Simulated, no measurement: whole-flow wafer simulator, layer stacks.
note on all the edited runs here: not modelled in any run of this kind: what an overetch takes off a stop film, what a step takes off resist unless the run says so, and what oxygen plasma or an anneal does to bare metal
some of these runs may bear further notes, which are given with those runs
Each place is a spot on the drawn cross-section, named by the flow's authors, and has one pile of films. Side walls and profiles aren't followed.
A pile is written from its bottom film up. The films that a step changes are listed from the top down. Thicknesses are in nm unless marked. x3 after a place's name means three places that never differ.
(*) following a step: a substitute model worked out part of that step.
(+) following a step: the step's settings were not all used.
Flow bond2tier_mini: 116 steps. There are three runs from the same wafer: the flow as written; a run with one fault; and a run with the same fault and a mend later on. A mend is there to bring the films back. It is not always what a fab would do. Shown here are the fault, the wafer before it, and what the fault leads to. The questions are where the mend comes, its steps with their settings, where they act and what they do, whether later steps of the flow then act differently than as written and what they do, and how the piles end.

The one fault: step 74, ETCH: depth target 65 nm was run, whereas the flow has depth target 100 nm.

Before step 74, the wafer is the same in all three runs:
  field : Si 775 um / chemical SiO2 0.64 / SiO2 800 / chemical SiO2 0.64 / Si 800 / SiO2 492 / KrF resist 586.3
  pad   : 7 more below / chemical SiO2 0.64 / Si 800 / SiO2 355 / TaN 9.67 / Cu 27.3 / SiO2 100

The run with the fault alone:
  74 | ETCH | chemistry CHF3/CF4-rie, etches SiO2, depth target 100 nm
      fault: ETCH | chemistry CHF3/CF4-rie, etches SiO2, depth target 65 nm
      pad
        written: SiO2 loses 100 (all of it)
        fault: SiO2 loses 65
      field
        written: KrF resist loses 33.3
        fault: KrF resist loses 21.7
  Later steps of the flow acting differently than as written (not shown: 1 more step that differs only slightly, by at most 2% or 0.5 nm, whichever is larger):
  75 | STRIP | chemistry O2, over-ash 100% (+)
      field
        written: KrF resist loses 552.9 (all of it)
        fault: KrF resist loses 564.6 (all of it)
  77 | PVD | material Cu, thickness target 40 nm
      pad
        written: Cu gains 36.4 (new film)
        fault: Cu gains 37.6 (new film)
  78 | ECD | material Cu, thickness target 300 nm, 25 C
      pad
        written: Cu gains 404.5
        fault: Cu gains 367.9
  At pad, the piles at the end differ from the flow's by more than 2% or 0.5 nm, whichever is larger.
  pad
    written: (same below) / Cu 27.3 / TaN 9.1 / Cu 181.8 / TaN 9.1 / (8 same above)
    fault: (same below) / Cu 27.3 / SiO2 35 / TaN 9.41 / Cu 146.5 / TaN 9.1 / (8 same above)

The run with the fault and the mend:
  After step 75 comes the mend.
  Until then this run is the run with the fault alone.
  75a | COAT | KrF resist, thickness 600 nm (*) (the flow's step 69, run once more)
      field
        KrF resist gains 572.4 (new film)
      pad
        KrF resist gains 628.7 (new film)
  75b | SOFTBAKE | KrF resist (the flow's step 70, run once more)
      leaves every film unchanged at each place that is followed
  75c | EXPOSE | photomask T2PAD, NA 0.6 (the flow's step 71, run once more)
      leaves every film unchanged at each place that is followed
  75d | PEB | KrF resist (the flow's step 72, run once more)
      leaves every film unchanged at each place that is followed
  75e | DEVELOP | developer TMAH-0.26N, 60 s (the flow's step 73, run once more)
      field
        KrF resist loses 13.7
      pad
        KrF resist loses 628.7 (all of it)
  75f | ETCH | chemistry CHF3/CF4-rie, etches SiO2, depth target 35 nm (the flow's step 74, run once more with other settings)
      field
        KrF resist loses 11.7
      pad
        SiO2 loses 35 (all of it)
  75g | STRIP | chemistry O2, over-ash 100% (+) (the flow's step 75, run once more)
      field
        KrF resist loses 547 (all of it)
  None of the later steps of the flow acts differently than as written at any place that is followed.
  The piles end the same as the flow's at every place that both follow.
